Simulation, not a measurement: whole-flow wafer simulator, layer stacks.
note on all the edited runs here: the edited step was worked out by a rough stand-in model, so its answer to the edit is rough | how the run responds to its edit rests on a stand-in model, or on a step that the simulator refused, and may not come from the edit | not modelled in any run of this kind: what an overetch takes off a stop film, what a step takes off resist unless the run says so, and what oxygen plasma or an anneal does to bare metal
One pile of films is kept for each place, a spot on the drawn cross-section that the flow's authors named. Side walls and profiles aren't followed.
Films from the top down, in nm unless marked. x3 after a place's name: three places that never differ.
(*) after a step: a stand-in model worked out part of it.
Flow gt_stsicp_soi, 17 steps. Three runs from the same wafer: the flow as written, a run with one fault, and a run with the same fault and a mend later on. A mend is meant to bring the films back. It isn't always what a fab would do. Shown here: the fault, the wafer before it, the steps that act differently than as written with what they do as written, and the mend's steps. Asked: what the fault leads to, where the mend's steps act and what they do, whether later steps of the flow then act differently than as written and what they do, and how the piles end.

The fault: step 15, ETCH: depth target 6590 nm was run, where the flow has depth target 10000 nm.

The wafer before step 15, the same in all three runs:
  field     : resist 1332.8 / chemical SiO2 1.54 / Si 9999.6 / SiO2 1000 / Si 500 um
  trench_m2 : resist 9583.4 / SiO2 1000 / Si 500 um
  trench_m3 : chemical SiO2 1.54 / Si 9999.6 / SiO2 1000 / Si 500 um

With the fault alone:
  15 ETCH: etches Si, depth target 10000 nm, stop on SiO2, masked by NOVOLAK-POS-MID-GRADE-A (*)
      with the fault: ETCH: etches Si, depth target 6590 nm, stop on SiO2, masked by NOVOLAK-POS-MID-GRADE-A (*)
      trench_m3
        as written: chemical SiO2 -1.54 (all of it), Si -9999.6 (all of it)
        with the fault: chemical SiO2 -1.54 (all of it), Si -6590
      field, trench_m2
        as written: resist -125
        with the fault: resist -82.4
  Later steps of the flow that act differently than as written:
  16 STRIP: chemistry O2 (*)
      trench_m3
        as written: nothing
        with the fault: chemical SiO2 +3 (new film), Si -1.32
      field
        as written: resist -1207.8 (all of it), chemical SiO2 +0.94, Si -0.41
        with the fault: resist -1250.4 (all of it), chemical SiO2 +0.94, Si -0.42
  At the end the piles differ from the flow's by more than 2% or 0.5 nm, whichever is larger, at trench_m3.
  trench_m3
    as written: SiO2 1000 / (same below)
    with the fault: chemical SiO2 3 / Si 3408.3 / SiO2 1000 / (same below)

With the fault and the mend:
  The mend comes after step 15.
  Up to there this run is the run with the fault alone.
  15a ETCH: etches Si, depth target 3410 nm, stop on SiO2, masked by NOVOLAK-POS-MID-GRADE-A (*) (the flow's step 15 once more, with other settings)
      field, trench_m2
        resist -42.6
      trench_m3
        Si -3409.6 (all of it)
  No later step of the flow acts differently than as written at any place that is followed.
  At the end the piles are the same as the flow's at every place that both follow.
